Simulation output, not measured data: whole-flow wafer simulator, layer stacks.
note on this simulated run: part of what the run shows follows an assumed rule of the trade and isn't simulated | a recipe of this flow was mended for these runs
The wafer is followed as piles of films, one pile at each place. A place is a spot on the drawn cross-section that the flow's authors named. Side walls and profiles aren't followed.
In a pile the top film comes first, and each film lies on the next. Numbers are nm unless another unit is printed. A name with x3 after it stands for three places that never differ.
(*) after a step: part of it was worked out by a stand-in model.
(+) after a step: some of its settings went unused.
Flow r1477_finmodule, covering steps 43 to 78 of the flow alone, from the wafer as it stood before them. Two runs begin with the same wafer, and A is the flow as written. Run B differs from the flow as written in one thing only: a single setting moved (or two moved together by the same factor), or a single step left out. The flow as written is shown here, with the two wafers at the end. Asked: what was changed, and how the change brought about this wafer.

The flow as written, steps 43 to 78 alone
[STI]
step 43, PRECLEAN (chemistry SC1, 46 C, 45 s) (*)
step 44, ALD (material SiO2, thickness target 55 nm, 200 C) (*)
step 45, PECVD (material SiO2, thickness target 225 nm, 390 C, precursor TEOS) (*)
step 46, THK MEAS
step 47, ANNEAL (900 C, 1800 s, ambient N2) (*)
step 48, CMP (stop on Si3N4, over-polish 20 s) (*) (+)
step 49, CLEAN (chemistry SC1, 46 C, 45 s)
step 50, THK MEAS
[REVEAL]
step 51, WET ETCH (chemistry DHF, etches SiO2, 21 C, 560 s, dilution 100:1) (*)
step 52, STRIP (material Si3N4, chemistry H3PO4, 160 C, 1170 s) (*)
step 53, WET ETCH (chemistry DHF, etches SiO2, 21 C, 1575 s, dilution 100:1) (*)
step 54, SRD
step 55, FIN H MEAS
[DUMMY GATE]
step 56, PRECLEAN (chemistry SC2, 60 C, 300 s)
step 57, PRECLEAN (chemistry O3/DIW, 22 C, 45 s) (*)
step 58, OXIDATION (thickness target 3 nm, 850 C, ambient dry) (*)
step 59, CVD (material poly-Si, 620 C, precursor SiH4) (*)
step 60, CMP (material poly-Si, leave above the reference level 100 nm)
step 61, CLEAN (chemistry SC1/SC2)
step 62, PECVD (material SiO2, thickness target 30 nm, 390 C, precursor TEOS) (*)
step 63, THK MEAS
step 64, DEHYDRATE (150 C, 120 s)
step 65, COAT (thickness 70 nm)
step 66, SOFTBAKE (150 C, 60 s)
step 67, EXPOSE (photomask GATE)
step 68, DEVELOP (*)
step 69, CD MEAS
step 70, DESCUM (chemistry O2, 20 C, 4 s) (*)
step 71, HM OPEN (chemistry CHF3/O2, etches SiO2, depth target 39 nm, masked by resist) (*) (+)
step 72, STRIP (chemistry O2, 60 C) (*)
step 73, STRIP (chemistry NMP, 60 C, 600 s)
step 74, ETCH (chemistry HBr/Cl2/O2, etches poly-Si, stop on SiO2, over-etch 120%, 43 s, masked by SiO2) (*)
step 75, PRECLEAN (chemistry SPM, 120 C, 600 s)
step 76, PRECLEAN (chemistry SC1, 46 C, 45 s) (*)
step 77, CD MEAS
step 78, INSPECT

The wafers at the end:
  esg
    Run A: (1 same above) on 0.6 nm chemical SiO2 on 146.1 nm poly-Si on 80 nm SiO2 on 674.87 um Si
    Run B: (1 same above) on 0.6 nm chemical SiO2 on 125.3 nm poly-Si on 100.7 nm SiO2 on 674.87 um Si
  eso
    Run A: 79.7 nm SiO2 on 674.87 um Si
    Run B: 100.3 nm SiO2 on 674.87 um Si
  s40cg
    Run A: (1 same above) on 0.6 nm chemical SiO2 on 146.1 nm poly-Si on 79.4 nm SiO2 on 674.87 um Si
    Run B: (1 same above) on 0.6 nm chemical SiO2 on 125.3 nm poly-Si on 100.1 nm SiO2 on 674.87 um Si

Cause: step 53, WET ETCH: 1162 s was run, whereas the flow has 1575 s.

Step by step, how the change led to this:
  step 53, WET ETCH (chemistry DHF, etches SiO2, 21 C, 1575 s, dilution 100:1) (*)
      esg, e40sg, e100sg and 17 more: A SiO2 loses 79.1 | B SiO2 loses 58.4
      pad, padg: A SiO2 loses 85.7 | B SiO2 loses 63.2
  step 59, CVD (material poly-Si, 620 C, precursor SiH4) (*)
      esg, e40sg, e100sg and 15 more: A poly-Si gains 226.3 (new film) | B poly-Si gains 205.6 (new film)
      e200sg, e200so: A poly-Si gains 219.2 (new film) | B poly-Si gains 198.5 (new film)
  step 60, CMP (material poly-Si, leave above the reference level 100 nm)
      pad, padg: A poly-Si loses 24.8 | B poly-Si loses 47.2
  step 74, ETCH (chemistry HBr/Cl2/O2, etches poly-Si, stop on SiO2, over-etch 120%, 43 s, masked by SiO2) (*)
      eso, e40so, e100so and 7 more: A chemical SiO2 loses 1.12 (all of it), poly-Si loses 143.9 (all of it), SiO2 loses 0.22 | B chemical SiO2 loses 1.12 (all of it), poly-Si loses 123.2 (all of it), SiO2 loses 0.32
      pad: A chemical SiO2 loses 1.12 (all of it), poly-Si loses 152.8 (all of it), SiO2 loses 0.17 | B chemical SiO2 loses 1.12 (all of it), poly-Si loses 130.4 (all of it), SiO2 loses 0.28
